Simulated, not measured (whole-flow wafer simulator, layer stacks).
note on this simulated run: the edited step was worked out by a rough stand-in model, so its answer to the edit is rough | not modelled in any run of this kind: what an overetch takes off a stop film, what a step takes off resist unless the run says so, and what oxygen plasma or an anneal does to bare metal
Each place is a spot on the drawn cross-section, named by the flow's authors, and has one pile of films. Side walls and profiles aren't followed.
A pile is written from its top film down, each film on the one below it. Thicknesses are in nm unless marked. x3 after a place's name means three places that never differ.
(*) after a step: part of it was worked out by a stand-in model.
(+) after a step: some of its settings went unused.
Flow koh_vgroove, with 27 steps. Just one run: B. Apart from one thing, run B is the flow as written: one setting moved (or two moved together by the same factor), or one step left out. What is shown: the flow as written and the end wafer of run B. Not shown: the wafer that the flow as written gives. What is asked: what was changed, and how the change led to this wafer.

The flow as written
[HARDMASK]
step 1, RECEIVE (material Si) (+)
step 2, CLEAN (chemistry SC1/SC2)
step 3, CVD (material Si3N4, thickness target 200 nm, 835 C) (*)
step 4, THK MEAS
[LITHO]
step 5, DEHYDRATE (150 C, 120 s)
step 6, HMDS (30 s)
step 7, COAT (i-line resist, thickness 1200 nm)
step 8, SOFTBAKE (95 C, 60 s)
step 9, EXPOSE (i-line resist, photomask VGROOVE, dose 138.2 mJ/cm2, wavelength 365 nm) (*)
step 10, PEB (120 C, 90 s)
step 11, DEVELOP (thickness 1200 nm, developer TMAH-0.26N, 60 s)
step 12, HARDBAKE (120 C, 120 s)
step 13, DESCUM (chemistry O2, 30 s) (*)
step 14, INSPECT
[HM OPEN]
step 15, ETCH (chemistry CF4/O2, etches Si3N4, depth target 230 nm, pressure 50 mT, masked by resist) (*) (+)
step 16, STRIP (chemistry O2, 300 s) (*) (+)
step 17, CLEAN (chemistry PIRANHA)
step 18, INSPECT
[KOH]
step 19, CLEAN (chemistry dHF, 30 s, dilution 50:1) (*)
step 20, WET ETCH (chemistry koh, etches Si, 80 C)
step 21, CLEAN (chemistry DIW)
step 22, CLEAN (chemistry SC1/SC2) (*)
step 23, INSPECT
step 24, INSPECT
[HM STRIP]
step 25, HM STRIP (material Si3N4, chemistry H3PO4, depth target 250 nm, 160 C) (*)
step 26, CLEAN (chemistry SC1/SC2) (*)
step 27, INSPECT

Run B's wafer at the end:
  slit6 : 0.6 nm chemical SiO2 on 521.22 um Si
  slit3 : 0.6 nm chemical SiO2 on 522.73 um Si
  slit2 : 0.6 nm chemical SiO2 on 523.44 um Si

Cause: step 15, ETCH: depth target 247 nm was run, while the flow as written has depth target 230 nm.

Step by step, how the change led to this:
  step 15, ETCH (chemistry CF4/O2, etches Si3N4, depth target 230 nm, pressure 50 mT, masked by resist) (*) (+)
      slit3, slit2, slit6, slit20: Si3N4 loses 200 (all of it), chemical SiO2 loses 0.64 (all of it), Si loses 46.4 (in the flow as written it would be: Si3N4 loses 200 (all of it), chemical SiO2 loses 0.64 (all of it), Si loses 29.4)
      field: i-line resist loses 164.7 (in the flow as written it would be: i-line resist loses 153.3)
